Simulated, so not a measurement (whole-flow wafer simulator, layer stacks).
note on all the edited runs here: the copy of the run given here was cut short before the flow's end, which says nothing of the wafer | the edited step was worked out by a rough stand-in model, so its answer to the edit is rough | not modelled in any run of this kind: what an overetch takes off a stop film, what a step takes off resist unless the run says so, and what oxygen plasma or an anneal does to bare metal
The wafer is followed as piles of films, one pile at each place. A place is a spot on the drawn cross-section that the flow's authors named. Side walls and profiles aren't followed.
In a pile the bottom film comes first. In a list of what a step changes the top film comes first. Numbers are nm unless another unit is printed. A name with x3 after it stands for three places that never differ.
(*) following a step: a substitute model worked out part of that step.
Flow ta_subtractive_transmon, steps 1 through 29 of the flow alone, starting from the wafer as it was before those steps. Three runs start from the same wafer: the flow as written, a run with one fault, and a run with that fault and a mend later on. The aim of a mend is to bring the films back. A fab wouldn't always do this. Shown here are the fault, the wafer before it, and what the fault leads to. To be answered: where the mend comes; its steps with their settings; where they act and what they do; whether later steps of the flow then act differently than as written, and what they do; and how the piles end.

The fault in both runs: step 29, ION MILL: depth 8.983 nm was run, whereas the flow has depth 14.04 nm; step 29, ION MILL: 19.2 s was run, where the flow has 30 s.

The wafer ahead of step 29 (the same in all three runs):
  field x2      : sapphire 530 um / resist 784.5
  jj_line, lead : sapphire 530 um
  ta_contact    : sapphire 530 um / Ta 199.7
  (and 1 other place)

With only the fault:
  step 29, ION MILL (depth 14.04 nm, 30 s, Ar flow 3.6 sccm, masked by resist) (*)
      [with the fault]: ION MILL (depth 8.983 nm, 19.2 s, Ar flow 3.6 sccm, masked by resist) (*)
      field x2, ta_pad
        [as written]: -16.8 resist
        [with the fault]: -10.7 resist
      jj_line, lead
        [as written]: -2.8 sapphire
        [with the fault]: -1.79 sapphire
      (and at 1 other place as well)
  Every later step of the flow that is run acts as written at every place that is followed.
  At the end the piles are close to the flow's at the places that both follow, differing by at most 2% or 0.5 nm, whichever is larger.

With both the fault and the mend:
  The mend stands after step 29.
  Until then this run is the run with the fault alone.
  step 29a, ION MILL (depth 5.053 nm, 10.8 s, Ar flow 3.6 sccm, masked by resist) (*) (the flow's step 29 again, with other settings)
      field x2, ta_pad
        -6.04 resist
      jj_line, lead
        -1.01 sapphire
      ta_contact
        -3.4 Ta
  Every later step of the flow that is run acts as written at every place that is followed.
  At every place that both follow, the piles at the end match the flow's.
